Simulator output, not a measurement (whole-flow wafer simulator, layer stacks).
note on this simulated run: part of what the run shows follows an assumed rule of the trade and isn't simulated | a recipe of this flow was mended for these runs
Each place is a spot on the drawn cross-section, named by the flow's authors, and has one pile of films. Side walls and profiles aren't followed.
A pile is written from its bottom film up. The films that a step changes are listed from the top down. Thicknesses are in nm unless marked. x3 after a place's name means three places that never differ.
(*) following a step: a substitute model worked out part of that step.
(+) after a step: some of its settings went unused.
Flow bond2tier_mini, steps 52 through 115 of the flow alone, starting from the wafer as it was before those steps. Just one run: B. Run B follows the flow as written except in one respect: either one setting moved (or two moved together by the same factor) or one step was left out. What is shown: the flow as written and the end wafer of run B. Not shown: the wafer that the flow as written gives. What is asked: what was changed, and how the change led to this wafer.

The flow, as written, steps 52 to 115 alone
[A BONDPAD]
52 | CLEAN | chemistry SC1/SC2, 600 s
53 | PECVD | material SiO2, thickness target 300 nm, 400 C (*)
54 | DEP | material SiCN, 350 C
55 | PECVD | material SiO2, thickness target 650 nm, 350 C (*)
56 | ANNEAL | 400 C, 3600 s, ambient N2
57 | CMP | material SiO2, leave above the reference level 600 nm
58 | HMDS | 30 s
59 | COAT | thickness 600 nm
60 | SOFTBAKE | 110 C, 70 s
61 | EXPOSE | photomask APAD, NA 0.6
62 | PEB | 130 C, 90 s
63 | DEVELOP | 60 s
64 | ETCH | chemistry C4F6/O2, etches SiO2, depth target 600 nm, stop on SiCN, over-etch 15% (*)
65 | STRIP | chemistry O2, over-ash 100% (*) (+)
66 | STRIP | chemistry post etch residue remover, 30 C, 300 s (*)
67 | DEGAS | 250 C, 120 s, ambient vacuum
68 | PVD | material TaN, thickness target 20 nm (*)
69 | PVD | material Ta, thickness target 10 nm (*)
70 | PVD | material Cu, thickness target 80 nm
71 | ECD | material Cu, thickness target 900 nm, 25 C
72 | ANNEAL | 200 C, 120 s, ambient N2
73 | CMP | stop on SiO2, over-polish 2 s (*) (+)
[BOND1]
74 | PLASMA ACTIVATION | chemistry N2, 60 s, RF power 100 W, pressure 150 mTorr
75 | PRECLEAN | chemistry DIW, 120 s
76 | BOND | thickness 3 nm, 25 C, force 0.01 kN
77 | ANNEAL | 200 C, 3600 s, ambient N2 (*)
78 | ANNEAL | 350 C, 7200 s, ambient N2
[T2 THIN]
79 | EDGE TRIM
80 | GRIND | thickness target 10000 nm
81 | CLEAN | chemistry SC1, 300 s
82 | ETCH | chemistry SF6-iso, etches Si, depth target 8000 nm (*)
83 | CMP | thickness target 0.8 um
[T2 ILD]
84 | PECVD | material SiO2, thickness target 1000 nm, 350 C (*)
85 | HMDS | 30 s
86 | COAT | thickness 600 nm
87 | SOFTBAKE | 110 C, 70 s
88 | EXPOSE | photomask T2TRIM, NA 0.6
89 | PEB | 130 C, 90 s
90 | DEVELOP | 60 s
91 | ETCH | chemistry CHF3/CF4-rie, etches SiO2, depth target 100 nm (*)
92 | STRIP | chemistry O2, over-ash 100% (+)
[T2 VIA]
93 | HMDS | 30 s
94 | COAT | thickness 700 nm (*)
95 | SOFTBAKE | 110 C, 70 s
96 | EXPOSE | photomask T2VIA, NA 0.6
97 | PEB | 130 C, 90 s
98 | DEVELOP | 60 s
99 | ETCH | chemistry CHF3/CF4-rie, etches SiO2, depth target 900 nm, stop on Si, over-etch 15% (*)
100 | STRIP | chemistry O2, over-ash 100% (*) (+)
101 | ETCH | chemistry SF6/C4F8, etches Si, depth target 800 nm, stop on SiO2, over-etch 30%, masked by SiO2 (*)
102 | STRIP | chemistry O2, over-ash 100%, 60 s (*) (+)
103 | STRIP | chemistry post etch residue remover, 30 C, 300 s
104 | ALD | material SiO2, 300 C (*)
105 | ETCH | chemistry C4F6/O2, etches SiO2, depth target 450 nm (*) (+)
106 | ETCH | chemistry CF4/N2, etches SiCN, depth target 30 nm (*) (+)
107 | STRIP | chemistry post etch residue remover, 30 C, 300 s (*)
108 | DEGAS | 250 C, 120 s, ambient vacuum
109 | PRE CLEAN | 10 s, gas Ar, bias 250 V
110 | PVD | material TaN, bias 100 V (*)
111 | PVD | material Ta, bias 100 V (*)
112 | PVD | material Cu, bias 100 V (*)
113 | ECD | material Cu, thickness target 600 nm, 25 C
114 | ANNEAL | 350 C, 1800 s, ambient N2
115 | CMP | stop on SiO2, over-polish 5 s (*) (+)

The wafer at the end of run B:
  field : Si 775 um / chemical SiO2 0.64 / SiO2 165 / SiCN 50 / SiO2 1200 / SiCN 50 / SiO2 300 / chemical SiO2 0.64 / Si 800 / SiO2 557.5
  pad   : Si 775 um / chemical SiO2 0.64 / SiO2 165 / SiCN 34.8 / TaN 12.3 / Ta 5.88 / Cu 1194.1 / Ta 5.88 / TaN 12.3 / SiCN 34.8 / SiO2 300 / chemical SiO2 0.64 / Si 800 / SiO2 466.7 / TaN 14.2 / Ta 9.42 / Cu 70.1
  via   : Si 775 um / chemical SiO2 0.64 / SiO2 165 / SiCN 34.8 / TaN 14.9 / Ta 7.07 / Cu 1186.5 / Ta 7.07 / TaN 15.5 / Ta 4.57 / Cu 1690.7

Cause: step 53, PECVD: thickness target 165 nm was run, whereas the flow has thickness target 300 nm.
The wafer lets one read it off: field has SiO2 165, and step 53 as written asks for 300 nm.

How this came from the change, step by step:
  53 | PECVD | material SiO2, thickness target 300 nm, 400 C (*)
      field, pad, via: +165 SiO2 (new film) (it would be, as written: +300 SiO2 (new film))
